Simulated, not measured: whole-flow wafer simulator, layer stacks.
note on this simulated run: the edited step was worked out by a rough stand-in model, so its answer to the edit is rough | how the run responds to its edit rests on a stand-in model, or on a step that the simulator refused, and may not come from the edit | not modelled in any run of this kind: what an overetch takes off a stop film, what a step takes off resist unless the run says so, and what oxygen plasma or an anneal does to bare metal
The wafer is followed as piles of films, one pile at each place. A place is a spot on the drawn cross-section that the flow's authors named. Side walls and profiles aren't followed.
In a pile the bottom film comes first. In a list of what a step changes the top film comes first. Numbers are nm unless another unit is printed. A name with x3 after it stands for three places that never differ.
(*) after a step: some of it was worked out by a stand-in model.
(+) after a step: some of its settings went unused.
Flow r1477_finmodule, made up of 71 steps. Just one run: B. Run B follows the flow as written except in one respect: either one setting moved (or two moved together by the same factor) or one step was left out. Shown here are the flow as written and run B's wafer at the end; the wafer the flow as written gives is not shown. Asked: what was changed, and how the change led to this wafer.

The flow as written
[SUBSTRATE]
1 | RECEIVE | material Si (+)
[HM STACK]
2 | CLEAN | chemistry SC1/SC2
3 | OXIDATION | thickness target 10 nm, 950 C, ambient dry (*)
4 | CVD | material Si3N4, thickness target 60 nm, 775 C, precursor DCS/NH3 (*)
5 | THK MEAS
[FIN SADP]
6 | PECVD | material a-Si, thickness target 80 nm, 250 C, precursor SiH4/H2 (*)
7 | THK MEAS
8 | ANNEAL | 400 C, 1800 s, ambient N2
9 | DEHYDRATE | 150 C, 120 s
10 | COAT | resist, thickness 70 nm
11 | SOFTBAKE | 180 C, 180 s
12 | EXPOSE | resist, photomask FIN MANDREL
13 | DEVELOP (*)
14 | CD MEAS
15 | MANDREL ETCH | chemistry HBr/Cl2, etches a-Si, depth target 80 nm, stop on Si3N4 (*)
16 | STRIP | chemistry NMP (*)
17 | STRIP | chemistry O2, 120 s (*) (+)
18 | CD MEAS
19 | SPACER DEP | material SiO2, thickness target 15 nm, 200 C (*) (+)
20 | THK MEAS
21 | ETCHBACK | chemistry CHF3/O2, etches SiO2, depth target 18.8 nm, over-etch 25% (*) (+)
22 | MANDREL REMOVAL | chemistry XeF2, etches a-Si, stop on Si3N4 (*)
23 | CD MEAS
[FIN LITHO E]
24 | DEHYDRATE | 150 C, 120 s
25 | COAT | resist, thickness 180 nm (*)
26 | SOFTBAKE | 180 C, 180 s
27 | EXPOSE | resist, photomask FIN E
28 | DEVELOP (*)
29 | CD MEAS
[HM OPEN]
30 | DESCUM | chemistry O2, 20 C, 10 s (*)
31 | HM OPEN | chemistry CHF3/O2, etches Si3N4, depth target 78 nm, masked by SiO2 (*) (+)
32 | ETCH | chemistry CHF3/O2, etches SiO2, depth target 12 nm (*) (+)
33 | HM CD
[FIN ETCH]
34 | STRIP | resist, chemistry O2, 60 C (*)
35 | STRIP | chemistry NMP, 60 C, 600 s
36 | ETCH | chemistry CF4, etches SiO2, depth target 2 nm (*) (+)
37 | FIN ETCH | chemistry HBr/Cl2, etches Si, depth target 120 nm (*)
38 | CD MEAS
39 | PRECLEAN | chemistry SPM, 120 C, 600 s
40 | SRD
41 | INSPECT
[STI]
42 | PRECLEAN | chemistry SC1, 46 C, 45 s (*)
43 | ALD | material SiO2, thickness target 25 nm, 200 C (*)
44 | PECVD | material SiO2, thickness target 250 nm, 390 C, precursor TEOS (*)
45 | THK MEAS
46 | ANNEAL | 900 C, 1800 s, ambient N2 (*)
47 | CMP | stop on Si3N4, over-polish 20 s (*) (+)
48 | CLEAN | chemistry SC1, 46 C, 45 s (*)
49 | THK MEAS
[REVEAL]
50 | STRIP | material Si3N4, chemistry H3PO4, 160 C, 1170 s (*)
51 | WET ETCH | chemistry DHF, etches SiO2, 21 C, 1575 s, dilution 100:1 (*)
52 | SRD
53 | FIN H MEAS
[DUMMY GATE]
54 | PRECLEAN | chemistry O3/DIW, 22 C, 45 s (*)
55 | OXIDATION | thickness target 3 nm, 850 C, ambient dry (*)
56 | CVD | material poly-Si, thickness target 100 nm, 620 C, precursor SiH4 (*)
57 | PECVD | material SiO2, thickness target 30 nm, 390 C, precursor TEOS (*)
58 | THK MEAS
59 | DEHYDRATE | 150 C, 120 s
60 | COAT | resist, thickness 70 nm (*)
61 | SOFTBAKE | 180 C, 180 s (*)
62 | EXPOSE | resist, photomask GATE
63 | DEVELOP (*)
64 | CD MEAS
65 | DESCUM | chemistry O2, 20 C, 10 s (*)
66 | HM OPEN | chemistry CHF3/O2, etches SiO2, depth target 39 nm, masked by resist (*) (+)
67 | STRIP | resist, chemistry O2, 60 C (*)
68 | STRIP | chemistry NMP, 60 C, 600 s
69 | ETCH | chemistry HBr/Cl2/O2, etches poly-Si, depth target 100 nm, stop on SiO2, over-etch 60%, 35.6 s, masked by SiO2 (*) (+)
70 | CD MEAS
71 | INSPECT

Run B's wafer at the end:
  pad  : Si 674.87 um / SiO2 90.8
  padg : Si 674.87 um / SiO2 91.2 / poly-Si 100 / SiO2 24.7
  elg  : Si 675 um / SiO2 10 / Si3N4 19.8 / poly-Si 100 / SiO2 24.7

Cause: step 4, CVD: thickness target 48 nm was run, though the flow has thickness target 60 nm.

The path from the change to this, step by step:
  4 | CVD | material Si3N4, thickness target 60 nm, 775 C, precursor DCS/NH3 (*)
      pad, padg, elg and 33 more: +48 Si3N4 (new film) (it would be, as written: +60 Si3N4 (new film))
  31 | HM OPEN | chemistry CHF3/O2, etches Si3N4, depth target 78 nm, masked by SiO2 (*) (+)
      pad, padg, esg and 13 more: -44.4 Si3N4 (all of it), -10 SiO2 (all of it) (it would be, as written: -56.4 Si3N4 (all of it), -10 SiO2 (all of it))
      elg, e40lg, e100lg, e200lg, elo, e40lo, e100lo, e200lo: -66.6 resist (it would be, as written: -78 resist)
      (as well as at 12 more places)
  34 | STRIP | resist, chemistry O2, 60 C (*)
      elg, e40lg, e100lg, e200lg, elo, e40lo, e100lo, e200lo: -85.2 resist (all of it) (it would be, as written: -73.8 resist (all of it))
  43 | ALD | material SiO2, thickness target 25 nm, 200 C (*)
      s40cg, s45cg, s50cg, s40co, s45co, s50co: +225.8 SiO2 (new film) (it would be, as written: +232.1 SiO2 (new film))
      esg: +182.2 SiO2 (new film) (it would be, as written: +194.3 SiO2 (new film))
  47 | CMP | stop on Si3N4, over-polish 20 s (*) (+)
      pad, padg, e40sg and 11 more: -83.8 SiO2 (it would be, as written: -71.8 SiO2)
      s40cg, s45cg, s50cg, s40co, s45co, s50co: -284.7 SiO2 (it would be, as written: -279 SiO2)
      (as well as at 7 more places)
  50 | STRIP | material Si3N4, chemistry H3PO4, 160 C, 1170 s (*)
      s40sg_line, s45sg_line, s50sg_line, s40so_line, s45so_line, s50so_line: -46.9 Si3N4 (all of it), -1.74 SiO2 (it would be, as written: -58.9 Si3N4 (all of it), -1.37 SiO2)
  56 | CVD | material poly-Si, thickness target 100 nm, 620 C, precursor SiH4 (*)
      s40cg, s40co: +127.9 poly-Si (new film) (it would be, as written: +113.9 poly-Si (new film))
      s45cg, s45co: +127.9 poly-Si (new film) (it would be, as written: +113.4 poly-Si (new film))
      (as well as at 2 more places)
  60 | COAT | resist, thickness 70 nm (*)
      s40cg, s40co: +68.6 resist (new film) (it would be, as written: +70.6 resist (new film))
      s40sg, s40so: +103 resist (new film) (it would be, as written: +91 resist (new film))
      (as well as at 8 more places)
  63 | DEVELOP (*)
      s40co: -68.6 resist (all of it) (it would be, as written: -70.6 resist (all of it))
      s40so: -103 resist (all of it) (it would be, as written: -91 resist (all of it))
      (as well as at 4 more places)
  67 | STRIP | resist, chemistry O2, 60 C (*)
      s40cg: -14.5 resist (all of it) (it would be, as written: -16.5 resist (all of it))
      s40sg: -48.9 resist (all of it) (it would be, as written: -36.9 resist (all of it))
      (as well as at 4 more places)
  69 | ETCH | chemistry HBr/Cl2/O2, etches poly-Si, depth target 100 nm, stop on SiO2, over-etch 60%, 35.6 s, masked by SiO2 (*) (+)
      s40co: -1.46 chemical SiO2 (all of it), -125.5 poly-Si (all of it), -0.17 SiO2 (it would be, as written: -1.46 chemical SiO2 (all of it), -111.5 poly-Si (all of it), -0.24 SiO2)
      s45co: -1.46 chemical SiO2 (all of it), -125.5 poly-Si (all of it), -0.17 SiO2 (it would be, as written: -1.46 chemical SiO2 (all of it), -110.9 poly-Si (all of it), -0.25 SiO2)
      (as well as at 1 more place)
